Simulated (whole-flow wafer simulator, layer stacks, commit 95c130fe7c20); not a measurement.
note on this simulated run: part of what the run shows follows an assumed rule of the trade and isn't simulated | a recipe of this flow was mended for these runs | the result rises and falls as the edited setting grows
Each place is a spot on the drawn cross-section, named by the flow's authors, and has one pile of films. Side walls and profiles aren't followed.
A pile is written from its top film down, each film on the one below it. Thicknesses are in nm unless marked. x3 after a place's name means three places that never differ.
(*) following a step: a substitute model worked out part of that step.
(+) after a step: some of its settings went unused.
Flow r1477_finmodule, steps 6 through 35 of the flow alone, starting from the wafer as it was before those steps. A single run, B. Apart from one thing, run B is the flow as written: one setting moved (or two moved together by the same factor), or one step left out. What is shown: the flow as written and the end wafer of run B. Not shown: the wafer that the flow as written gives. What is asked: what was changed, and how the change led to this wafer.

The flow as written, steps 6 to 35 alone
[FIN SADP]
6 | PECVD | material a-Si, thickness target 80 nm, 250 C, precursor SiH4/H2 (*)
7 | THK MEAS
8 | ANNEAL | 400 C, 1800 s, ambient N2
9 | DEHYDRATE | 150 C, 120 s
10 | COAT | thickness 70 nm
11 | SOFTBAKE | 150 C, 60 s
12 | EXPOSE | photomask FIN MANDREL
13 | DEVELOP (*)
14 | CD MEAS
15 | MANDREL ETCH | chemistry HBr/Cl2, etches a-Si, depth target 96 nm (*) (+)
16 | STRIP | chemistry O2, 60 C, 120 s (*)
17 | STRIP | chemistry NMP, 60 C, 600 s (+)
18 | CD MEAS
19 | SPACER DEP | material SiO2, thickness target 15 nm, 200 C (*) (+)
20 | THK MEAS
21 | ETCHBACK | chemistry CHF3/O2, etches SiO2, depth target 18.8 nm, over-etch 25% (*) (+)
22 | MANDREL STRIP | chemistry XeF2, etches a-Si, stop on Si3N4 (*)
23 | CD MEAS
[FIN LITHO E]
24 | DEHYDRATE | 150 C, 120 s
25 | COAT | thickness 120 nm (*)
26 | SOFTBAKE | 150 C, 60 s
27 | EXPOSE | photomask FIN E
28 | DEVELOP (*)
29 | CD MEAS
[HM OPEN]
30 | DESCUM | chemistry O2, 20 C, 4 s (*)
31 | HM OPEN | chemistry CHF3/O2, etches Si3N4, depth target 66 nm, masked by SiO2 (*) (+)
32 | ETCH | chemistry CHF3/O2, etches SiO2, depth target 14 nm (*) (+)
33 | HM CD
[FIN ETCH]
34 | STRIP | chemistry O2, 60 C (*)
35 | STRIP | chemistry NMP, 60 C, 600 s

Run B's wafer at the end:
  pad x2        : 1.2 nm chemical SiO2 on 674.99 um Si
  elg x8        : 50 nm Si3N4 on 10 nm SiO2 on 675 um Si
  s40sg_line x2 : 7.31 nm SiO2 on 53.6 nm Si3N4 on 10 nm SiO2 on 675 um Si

Cause: step 6, PECVD: thickness target 51.2 nm was run, whereas the flow has thickness target 80 nm.

The path from the change to this, step by step:
  6 | PECVD | material a-Si, thickness target 80 nm, 250 C, precursor SiH4/H2 (*)
      pad x2, elg x8, esg x2 and 24 more: a-Si gains 51.2 (new film) (it would be, as written: a-Si gains 80 (new film))
  15 | MANDREL ETCH | chemistry HBr/Cl2, etches a-Si, depth target 96 nm (*) (+)
      pad x2, elg x8, esg x2 and 18 more: a-Si loses 51.2 (all of it), Si3N4 loses 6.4 (it would be, as written: a-Si loses 80 (all of it), Si3N4 loses 2.29)
  22 | MANDREL STRIP | chemistry XeF2, etches a-Si, stop on Si3N4 (*)
      s40cg x2, s45cg x2, s50cg x2: a-Si loses 50.2 (all of it) (it would be, as written: a-Si loses 79 (all of it))
  25 | COAT | thickness 120 nm (*)
      s40cg x2: e-beam-resist gains 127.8 (new film) (it would be, as written: e-beam-resist gains 136.7 (new film))
      s40sg x2: e-beam-resist gains 137.8 (new film) (it would be, as written: e-beam-resist gains 142.6 (new film))
      (as well as at 14 more places)
  28 | DEVELOP (*)
      s40cg x2: e-beam-resist loses 127.8 (all of it) (it would be, as written: e-beam-resist loses 136.7 (all of it))
      s40sg x2: e-beam-resist loses 137.8 (all of it) (it would be, as written: e-beam-resist loses 142.6 (all of it))
      (as well as at 14 more places)
  31 | HM OPEN | chemistry CHF3/O2, etches Si3N4, depth target 66 nm, masked by SiO2 (*) (+)
      pad x2, esg x2, e40sg x2, e100sg x2, e200sg x2, s40sg x2, s45sg x2, s50sg x2: Si3N4 loses 50 (all of it), SiO2 loses 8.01 (it would be, as written: Si3N4 loses 54.1 (all of it), SiO2 loses 5.95)
  32 | ETCH | chemistry CHF3/O2, etches SiO2, depth target 14 nm (*) (+)
      pad x2, esg x2, e40sg x2, e100sg x2, e200sg x2, s40sg x2, s45sg x2, s50sg x2: SiO2 loses 1.99 (all of it), Si loses 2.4 (it would be, as written: SiO2 loses 4.05 (all of it), Si loses 1.99)
